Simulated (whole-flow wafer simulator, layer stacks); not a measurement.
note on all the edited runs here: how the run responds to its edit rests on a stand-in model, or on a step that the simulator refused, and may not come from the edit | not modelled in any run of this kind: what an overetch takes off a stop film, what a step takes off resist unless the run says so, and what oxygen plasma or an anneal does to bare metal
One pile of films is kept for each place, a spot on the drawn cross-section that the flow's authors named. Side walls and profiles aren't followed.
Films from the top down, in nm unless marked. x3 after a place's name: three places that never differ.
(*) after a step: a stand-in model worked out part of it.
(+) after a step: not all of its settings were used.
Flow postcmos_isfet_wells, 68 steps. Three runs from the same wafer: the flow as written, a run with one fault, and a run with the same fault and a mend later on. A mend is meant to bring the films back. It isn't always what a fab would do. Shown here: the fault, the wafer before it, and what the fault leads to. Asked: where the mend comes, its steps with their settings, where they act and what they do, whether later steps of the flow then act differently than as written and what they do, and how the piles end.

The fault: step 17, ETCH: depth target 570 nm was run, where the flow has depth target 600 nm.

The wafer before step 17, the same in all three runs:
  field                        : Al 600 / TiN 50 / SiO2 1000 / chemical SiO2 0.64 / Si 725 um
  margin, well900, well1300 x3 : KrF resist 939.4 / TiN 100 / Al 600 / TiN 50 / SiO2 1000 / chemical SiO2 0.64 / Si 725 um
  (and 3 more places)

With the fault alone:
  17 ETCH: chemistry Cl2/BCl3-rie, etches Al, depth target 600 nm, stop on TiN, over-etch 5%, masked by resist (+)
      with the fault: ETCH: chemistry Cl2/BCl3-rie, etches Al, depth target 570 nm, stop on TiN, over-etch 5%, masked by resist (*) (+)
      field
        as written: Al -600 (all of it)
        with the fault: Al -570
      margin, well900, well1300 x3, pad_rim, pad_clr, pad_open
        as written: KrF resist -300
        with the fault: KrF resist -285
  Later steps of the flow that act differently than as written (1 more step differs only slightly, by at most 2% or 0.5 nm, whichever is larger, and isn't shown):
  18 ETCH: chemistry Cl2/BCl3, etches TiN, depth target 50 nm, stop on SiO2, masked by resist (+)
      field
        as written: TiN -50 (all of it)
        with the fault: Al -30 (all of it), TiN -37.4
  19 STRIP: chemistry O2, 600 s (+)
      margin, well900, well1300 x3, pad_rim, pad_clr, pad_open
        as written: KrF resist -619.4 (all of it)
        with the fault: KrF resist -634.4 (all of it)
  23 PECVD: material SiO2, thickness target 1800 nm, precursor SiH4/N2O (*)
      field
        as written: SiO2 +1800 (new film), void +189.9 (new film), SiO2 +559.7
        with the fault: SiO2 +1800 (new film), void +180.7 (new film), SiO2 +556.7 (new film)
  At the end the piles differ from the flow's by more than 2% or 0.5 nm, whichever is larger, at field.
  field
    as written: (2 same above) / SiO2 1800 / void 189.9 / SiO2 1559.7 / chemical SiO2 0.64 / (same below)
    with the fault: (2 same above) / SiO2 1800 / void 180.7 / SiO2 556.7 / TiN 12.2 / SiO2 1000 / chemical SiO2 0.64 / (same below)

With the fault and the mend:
  The mend comes after step 17.
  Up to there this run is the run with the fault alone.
  17a ETCH: chemistry Cl2/BCl3-rie, etches Al, depth target 30 nm, stop on TiN, over-etch 5%, masked by resist (the flow's step 17 once more, with other settings)
      margin, well900, well1300 x3, pad_rim, pad_clr, pad_open
        KrF resist -15
      field
        Al -30 (all of it)
  No later step of the flow acts differently than as written at any place that is followed.
  At the end the piles are the same as the flow's at every place that both follow.
